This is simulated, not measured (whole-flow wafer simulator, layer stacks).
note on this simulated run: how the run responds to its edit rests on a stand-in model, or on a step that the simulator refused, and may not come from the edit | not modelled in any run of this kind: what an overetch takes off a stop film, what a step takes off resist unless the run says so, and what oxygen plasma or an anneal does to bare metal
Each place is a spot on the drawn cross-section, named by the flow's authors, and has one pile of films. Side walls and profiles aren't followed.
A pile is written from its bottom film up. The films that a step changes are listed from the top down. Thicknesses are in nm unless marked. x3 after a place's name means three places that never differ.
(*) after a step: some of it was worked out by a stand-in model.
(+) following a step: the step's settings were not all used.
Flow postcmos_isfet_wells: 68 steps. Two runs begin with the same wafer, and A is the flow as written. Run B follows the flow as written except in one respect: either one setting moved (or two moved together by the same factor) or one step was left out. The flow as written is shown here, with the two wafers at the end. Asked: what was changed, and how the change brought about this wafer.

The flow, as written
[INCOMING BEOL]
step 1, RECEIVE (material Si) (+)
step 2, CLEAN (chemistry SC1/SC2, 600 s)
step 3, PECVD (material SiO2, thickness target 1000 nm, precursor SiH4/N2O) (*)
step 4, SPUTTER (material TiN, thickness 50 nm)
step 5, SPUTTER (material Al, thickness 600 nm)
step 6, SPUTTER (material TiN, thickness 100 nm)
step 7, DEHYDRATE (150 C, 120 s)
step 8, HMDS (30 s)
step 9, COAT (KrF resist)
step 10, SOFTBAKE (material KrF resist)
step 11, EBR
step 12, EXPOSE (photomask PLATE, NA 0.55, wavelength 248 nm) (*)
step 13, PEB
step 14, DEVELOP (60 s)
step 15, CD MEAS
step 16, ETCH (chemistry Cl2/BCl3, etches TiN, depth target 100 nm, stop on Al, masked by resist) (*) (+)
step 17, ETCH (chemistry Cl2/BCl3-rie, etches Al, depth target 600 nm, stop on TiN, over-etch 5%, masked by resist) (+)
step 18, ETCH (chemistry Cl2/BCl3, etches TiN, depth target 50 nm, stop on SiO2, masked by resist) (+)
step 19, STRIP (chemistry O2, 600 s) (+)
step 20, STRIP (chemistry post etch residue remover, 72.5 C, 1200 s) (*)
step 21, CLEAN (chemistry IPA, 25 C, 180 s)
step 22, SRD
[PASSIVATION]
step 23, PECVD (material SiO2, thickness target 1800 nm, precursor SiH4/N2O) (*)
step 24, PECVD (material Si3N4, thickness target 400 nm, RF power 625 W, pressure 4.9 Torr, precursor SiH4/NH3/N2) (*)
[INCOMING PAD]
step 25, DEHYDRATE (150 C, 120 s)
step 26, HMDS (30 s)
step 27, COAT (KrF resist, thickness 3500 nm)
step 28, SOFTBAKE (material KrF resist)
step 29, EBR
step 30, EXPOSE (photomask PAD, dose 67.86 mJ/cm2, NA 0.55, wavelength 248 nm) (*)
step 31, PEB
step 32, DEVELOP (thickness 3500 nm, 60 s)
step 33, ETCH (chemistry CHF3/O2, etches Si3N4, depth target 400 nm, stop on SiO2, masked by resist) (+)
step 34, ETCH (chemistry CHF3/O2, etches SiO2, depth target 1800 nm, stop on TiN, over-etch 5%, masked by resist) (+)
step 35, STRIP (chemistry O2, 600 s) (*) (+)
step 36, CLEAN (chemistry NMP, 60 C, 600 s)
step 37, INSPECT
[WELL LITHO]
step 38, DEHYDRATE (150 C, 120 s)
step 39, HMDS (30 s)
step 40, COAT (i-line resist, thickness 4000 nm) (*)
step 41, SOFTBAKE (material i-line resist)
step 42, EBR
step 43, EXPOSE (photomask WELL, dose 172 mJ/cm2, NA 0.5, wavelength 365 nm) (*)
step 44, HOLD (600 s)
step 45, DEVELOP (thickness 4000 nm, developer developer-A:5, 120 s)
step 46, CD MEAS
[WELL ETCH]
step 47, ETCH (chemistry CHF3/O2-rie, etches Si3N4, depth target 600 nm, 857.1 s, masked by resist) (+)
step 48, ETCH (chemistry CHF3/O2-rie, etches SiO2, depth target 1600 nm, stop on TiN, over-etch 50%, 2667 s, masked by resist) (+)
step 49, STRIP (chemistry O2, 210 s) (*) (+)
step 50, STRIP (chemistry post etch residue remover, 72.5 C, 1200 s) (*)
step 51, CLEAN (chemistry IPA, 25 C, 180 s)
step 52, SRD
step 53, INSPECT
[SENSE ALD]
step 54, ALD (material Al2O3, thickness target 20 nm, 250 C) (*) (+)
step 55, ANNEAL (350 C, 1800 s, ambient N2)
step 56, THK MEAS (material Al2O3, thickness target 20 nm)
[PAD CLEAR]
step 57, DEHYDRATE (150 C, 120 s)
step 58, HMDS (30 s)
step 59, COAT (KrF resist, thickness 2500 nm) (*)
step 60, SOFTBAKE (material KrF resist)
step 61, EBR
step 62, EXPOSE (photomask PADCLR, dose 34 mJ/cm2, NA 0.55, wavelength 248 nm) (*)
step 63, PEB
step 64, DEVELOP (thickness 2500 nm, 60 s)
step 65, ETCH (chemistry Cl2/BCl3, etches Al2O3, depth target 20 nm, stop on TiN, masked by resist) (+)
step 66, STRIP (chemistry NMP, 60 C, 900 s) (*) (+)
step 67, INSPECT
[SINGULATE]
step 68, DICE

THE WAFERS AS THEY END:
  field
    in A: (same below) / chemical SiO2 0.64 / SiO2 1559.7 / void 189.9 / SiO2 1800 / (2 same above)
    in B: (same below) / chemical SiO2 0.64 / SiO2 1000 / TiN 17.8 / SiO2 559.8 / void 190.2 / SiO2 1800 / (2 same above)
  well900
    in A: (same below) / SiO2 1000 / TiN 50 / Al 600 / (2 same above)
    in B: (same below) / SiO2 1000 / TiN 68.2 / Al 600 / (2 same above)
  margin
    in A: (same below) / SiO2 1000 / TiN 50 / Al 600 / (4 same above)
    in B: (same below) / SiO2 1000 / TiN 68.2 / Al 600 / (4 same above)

What caused this: step 4, SPUTTER: thickness 68.25 nm was run, whereas the flow has thickness 50 nm.
One can read it off the wafer: well900 has TiN 68.2, and step 4 as written asks for 50 nm.

Step by step, how the change led to this:
  step 4, SPUTTER (material TiN, thickness 50 nm)
      field, margin, well900, well1300 x3, pad_rim, pad_clr, pad_open: A +50 TiN (new film) | B +68.2 TiN (new film)
  step 18, ETCH (chemistry Cl2/BCl3, etches TiN, depth target 50 nm, stop on SiO2, masked by resist) (+)
      field: A -50 TiN (all of it) | B -50 TiN
  step 23, PECVD (material SiO2, thickness target 1800 nm, precursor SiH4/N2O) (*)
      field: A +1800 SiO2 (new film), +189.9 void (new film), +559.7 SiO2 | B +1800 SiO2 (new film), +190.2 void (new film), +559.8 SiO2 (new film)
Taking metal films that touch as one body, field has 1 body; the flow as written gives 0 bodies.
